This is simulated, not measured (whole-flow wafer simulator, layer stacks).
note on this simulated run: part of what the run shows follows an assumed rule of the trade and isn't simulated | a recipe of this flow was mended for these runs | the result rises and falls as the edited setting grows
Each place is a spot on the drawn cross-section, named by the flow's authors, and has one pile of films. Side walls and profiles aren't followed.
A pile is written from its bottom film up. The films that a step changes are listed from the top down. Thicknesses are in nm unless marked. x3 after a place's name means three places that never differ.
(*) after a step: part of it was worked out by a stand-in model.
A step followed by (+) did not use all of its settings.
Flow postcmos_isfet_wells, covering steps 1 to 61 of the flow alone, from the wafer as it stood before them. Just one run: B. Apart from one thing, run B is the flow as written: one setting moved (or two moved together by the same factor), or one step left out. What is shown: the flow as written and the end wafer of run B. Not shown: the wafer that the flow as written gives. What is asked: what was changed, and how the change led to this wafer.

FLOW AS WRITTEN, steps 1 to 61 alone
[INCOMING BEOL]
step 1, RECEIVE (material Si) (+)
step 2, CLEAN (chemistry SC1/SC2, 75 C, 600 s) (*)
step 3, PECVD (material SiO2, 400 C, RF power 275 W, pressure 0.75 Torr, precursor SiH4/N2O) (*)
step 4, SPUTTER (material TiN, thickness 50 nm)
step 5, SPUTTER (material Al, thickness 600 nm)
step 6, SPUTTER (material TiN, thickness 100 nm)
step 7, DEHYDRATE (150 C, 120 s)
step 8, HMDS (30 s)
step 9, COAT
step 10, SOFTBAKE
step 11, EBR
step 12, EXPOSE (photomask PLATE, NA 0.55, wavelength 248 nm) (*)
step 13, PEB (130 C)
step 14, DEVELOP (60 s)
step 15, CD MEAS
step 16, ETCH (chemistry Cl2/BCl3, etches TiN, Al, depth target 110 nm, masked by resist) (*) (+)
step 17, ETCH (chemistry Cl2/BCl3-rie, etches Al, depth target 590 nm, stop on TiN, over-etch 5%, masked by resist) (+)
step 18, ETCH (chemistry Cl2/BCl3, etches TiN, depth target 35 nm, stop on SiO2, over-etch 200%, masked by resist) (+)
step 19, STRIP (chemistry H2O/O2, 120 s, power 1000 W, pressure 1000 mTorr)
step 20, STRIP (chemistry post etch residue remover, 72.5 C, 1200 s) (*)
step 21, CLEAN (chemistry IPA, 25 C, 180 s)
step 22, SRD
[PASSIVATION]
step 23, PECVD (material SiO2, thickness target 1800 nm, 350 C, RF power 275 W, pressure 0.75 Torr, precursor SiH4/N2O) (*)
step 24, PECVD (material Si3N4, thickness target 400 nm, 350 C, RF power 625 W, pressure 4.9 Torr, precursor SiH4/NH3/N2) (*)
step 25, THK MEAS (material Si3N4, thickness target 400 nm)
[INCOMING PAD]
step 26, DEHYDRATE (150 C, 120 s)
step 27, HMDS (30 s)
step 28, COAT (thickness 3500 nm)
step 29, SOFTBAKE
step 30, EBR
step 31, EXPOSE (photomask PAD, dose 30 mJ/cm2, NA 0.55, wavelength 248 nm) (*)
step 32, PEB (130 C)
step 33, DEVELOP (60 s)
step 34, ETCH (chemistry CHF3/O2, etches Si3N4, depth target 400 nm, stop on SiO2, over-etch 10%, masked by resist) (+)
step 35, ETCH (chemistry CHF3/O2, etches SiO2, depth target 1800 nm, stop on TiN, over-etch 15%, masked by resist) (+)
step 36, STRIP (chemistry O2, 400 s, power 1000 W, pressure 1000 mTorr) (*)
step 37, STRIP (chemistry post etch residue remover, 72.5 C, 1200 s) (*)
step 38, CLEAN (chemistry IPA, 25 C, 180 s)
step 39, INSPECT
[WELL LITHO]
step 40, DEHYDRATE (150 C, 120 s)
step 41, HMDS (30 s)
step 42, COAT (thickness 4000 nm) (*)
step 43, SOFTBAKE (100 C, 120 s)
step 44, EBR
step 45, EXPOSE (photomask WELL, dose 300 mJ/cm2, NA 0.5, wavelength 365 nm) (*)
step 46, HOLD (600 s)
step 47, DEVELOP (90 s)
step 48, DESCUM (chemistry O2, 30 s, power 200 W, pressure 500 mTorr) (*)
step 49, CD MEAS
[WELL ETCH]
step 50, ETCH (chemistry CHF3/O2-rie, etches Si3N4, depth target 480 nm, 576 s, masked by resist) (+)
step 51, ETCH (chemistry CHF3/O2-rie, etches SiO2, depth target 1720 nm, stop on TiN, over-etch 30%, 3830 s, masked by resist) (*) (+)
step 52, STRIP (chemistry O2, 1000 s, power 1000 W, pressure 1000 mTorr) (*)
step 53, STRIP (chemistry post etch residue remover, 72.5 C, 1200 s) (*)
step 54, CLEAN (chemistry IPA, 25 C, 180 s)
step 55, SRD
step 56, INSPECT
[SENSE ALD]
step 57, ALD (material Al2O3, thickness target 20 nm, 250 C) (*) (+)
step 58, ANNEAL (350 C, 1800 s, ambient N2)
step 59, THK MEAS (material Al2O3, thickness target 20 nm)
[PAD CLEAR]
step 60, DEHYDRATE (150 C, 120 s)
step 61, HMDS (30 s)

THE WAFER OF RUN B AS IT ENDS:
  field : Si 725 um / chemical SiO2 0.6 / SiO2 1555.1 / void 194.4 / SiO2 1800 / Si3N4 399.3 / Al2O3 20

What caused this: step 17, ETCH: depth target 505 nm was run, though the flow has depth target 590 nm.

The path from the change to this, step by step:
  step 17, ETCH (chemistry Cl2/BCl3-rie, etches Al, depth target 590 nm, stop on TiN, over-etch 5%, masked by resist) (+)
      field: Al loses 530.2 (it would be, as written: Al loses 590 (all of it), TiN loses 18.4)
      margin x2, well900 x4, pad_clr, pad_open: thick-KrF-resist loses 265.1 (it would be, as written: thick-KrF-resist loses 309.8)
  step 18, ETCH (chemistry Cl2/BCl3, etches TiN, depth target 35 nm, stop on SiO2, over-etch 200%, masked by resist) (+)
      field: Al loses 59.8 (all of it), TiN loses 50 (all of it), SiO2 loses 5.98 (it would be, as written: TiN loses 31.6 (all of it), SiO2 loses 14.7)
      margin x2, well900 x4, pad_clr, pad_open: thick-KrF-resist loses 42 (it would be, as written: thick-KrF-resist loses 37.9)
  step 19, STRIP (chemistry H2O/O2, 120 s, power 1000 W, pressure 1000 mTorr)
      margin x2, well900 x4, pad_clr, pad_open: thick-KrF-resist loses 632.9 (all of it) (it would be, as written: thick-KrF-resist loses 592.4 (all of it))
  step 23, PECVD (material SiO2, thickness target 1800 nm, 350 C, RF power 275 W, pressure 0.75 Torr, precursor SiH4/N2O) (*)
      field: SiO2 gains 1800 (new film), void gains 194.4 (new film), SiO2 gains 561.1 (it would be, as written: SiO2 gains 1800 (new film), void gains 201.1 (new film), SiO2 gains 563.2)
